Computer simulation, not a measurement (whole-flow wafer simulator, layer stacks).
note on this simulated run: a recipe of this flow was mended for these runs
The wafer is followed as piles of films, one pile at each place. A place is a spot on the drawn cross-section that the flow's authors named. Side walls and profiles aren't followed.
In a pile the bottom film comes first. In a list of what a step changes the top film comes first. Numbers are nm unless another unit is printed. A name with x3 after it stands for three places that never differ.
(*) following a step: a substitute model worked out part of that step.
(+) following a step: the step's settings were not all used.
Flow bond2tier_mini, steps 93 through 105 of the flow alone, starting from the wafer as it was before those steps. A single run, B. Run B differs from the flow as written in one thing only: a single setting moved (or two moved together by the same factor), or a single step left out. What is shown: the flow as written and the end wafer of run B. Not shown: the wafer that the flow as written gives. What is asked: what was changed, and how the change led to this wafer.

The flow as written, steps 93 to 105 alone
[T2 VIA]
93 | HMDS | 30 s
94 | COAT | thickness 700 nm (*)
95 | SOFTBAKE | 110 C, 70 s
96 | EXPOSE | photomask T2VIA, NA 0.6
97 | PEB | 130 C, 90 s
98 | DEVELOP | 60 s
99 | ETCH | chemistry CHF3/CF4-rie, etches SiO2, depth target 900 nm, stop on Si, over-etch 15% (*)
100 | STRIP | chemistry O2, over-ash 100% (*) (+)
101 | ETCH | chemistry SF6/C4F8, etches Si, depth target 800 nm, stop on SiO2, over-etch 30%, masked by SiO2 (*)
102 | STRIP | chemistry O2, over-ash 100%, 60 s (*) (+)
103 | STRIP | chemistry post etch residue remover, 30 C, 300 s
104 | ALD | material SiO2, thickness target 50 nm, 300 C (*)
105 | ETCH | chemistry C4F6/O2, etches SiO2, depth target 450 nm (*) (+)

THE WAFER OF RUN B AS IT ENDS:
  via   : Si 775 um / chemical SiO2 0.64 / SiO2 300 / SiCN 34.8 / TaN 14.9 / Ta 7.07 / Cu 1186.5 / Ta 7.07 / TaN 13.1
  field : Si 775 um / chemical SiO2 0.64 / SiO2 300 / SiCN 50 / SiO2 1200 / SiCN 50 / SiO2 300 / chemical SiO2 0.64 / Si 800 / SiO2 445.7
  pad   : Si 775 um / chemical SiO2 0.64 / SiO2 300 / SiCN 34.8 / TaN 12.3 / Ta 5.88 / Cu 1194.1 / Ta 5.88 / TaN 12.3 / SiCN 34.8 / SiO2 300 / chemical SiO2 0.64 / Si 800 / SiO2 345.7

The reason: step 104, ALD: thickness target 68 nm was run, though the flow has thickness target 50 nm; step 105, ETCH: depth target 612 nm was run, where the flow has depth target 450 nm.

Step by step, how the change led to this:
  104 | ALD | material SiO2, thickness target 50 nm, 300 C (*)
      field, pad, via: +68 SiO2 (as written it would have been: +50 SiO2)
  105 | ETCH | chemistry C4F6/O2, etches SiO2, depth target 450 nm (*) (+)
      via: -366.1 SiO2 (all of it), -34.8 SiCN (all of it), -1.79 TaN (as written it would have been: -348.1 SiO2 (all of it), -17.2 SiCN)
      field, pad: -612 SiO2 (as written it would have been: -450 SiO2)
